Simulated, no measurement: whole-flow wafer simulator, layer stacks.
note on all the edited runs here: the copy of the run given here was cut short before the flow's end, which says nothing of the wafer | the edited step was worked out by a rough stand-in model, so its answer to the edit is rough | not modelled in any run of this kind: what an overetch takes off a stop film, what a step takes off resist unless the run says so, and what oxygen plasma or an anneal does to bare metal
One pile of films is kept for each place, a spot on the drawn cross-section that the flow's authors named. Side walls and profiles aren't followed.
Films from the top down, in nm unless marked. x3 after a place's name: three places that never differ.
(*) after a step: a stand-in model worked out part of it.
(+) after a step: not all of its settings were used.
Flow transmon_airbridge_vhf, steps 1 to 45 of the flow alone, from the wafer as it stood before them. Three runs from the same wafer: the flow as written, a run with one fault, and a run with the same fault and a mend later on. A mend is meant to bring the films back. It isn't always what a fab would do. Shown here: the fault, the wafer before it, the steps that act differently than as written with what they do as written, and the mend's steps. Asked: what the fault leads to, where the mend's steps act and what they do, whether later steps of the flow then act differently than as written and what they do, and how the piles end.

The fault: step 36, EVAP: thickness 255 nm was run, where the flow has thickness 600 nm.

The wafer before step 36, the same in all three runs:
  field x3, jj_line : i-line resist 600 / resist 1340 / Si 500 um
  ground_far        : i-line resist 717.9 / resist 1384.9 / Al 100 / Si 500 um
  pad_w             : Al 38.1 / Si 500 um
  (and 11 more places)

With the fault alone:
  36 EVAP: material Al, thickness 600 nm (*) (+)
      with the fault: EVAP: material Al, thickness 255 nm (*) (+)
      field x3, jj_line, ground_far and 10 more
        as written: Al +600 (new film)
        with the fault: Al +255 (new film)
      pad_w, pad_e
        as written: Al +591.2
        with the fault: Al +251.3
  Later steps of the flow that act differently than as written:
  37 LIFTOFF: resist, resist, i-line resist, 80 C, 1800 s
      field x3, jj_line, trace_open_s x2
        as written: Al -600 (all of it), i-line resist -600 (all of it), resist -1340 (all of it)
        with the fault: Al -255 (all of it), i-line resist -600 (all of it), resist -1340 (all of it)
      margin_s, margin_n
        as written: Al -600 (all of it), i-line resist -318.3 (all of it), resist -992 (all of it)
        with the fault: Al -255 (all of it), i-line resist -318.3 (all of it), resist -992 (all of it)
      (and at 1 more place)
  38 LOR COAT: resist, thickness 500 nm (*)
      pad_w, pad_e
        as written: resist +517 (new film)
        with the fault: resist +550.6 (new film)
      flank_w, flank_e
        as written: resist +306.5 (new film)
        with the fault: resist +314.5 (new film)
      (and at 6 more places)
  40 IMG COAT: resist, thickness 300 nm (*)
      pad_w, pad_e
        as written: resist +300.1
        with the fault: resist +317
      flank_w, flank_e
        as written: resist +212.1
        with the fault: resist +223.9
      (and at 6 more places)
  At the end the piles differ from the flow's by more than 2% or 0.5 nm, whichever is larger, at pad_w, flank_w, gap_w and 7 more.
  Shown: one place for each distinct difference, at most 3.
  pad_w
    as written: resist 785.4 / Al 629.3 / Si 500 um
    with the fault: resist 835.8 / Al 289.3 / Si 500 um
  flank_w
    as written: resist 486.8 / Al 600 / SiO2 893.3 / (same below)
    with the fault: resist 506.6 / Al 255 / SiO2 893.3 / (same below)
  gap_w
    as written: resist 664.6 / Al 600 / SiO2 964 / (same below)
    with the fault: resist 690.2 / Al 255 / SiO2 964 / (same below)

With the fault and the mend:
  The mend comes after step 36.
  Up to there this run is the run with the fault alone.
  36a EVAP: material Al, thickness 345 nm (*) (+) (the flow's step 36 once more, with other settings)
      field x3, jj_line, ground_far and 10 more
        Al +345
      pad_w, pad_e
        Al +339.9
  No later step of the flow acts differently than as written, at any place that is followed, by more than 2% or 0.5 nm, whichever is larger.
  At the end the piles differ from the flow's only slightly at the places that both follow, by at most 2% or 0.5 nm, whichever is larger.
